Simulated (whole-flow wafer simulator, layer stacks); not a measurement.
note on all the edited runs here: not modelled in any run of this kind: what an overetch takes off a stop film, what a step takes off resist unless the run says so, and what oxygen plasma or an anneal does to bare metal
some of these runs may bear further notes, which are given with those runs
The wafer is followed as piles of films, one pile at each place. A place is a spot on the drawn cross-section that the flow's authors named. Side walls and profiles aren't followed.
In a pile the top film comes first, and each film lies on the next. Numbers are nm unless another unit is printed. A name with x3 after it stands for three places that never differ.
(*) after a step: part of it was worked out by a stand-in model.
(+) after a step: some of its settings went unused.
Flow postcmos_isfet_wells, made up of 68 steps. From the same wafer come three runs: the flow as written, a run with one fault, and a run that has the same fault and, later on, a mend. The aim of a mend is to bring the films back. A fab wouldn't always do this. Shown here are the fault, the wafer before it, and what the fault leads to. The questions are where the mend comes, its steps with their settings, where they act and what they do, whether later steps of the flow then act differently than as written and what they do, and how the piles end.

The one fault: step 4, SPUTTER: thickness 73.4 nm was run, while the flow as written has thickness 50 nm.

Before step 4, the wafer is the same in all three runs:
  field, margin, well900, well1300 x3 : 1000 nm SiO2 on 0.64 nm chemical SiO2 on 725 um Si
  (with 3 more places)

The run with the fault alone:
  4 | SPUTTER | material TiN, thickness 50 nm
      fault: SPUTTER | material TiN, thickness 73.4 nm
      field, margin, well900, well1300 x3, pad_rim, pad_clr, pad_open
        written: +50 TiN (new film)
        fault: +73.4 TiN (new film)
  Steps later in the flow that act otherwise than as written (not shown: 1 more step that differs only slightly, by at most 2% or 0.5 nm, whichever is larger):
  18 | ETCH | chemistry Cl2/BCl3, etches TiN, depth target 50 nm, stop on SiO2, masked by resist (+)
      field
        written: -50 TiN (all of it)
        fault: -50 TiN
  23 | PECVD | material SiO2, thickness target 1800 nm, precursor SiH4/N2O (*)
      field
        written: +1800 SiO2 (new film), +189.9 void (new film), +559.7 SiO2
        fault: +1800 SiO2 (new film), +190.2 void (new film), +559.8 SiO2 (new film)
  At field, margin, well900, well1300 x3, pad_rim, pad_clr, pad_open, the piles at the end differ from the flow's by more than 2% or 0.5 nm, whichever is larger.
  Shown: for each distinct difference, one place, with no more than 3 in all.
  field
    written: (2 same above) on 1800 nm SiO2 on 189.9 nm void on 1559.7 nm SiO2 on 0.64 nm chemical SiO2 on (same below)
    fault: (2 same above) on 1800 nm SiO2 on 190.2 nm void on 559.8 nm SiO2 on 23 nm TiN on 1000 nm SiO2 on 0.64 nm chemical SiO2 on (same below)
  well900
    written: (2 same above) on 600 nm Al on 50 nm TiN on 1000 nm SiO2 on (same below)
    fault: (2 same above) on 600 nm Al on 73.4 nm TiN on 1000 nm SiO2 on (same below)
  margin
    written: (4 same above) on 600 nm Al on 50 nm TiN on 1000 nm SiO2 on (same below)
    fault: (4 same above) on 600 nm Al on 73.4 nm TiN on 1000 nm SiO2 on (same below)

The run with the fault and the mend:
  The mend stands after step 4.
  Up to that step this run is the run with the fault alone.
  4a | ETCH | chemistry peroxide tin strip, depth target 23.4 nm
      field, margin, well900, well1300 x3, pad_rim, pad_clr, pad_open
        -23.4 TiN
  Later steps of the flow that are run all act as written at every place that is followed.
  The piles end the same as the flow's at every place that both follow.
